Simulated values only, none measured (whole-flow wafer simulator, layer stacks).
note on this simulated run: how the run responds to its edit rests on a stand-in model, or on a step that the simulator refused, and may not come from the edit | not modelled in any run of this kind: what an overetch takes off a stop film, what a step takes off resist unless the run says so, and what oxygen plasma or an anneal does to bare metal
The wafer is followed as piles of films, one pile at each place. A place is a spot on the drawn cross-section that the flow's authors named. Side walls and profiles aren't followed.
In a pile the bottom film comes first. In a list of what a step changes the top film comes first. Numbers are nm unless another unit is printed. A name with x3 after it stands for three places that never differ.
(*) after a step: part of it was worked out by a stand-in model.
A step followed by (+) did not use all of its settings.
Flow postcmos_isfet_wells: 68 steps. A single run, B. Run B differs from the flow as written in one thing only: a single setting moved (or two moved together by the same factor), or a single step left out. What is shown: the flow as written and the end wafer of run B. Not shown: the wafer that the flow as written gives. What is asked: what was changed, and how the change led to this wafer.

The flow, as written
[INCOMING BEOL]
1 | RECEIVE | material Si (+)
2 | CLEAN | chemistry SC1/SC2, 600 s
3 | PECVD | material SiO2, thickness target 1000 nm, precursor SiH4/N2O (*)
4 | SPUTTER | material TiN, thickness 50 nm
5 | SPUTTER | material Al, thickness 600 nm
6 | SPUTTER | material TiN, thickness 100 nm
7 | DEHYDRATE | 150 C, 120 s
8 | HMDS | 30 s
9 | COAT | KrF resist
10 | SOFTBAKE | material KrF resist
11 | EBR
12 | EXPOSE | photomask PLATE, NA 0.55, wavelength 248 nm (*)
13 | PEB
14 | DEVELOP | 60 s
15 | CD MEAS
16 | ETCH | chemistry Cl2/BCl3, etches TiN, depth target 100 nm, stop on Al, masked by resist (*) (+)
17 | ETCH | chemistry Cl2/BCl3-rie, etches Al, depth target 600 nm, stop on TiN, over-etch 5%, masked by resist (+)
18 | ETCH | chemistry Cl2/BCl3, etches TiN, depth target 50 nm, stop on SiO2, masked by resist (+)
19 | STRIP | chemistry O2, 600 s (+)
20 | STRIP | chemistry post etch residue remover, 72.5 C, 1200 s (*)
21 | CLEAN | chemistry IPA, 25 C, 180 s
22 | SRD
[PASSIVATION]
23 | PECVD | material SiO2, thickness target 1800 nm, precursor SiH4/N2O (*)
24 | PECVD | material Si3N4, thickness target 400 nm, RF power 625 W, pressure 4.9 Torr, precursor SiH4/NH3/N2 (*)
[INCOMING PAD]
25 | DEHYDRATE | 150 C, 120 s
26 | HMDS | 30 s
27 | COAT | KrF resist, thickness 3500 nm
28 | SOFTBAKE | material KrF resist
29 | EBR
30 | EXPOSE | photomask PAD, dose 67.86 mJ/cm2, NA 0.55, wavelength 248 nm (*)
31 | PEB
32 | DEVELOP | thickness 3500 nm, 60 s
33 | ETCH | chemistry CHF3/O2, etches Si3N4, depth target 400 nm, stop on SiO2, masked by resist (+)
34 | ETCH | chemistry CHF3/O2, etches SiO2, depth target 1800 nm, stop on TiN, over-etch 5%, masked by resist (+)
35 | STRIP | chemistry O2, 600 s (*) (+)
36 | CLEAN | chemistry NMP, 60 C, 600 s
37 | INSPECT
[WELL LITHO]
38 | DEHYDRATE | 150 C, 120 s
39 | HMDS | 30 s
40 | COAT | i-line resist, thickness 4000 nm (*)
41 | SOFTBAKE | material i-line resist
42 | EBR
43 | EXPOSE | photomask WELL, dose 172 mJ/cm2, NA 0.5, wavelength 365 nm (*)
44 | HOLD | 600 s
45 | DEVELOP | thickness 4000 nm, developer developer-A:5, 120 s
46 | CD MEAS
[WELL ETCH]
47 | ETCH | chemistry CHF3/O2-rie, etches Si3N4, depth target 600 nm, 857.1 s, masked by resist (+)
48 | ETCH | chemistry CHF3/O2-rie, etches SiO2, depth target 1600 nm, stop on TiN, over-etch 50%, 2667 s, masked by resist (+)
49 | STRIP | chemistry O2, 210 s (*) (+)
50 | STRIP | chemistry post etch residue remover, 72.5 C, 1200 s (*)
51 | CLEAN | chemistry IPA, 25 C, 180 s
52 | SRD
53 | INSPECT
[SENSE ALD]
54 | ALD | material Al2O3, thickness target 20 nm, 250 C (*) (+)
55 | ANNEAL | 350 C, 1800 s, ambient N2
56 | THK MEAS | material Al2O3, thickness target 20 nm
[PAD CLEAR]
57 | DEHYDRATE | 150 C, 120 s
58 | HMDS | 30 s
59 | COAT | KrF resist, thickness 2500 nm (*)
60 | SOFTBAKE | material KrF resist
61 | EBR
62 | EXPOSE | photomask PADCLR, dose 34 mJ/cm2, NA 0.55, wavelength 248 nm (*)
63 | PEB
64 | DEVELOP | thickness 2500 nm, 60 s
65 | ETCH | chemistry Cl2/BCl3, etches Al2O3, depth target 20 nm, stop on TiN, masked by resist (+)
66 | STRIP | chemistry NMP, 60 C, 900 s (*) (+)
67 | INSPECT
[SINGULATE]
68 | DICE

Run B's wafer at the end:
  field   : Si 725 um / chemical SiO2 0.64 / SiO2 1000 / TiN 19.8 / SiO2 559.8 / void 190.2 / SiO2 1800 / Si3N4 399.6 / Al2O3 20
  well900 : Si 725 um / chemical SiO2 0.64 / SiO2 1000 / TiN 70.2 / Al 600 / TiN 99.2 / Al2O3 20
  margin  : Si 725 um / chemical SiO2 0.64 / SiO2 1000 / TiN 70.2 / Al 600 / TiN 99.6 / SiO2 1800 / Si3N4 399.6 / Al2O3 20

What caused this: step 4, SPUTTER: thickness 70.2 nm was run, though the flow has thickness 50 nm.
One can read it off the wafer: well900 has TiN 70.2, and step 4 as written asks for 50 nm.

The path from the change to this, step by step:
  4 | SPUTTER | material TiN, thickness 50 nm
      field, margin, well900, well1300 x3, pad_rim, pad_clr, pad_open: TiN gains 70.2 (new film) (it would be, as written: TiN gains 50 (new film))
  18 | ETCH | chemistry Cl2/BCl3, etches TiN, depth target 50 nm, stop on SiO2, masked by resist (+)
      field: TiN loses 50 (it would be, as written: TiN loses 50 (all of it))
  23 | PECVD | material SiO2, thickness target 1800 nm, precursor SiH4/N2O (*)
      field: SiO2 gains 1800 (new film), void gains 190.2 (new film), SiO2 gains 559.8 (new film) (it would be, as written: SiO2 gains 1800 (new film), void gains 189.9 (new film), SiO2 gains 559.7)
With metal films that touch counted as one body, field has 1 body; the flow as written gives 0 bodies.
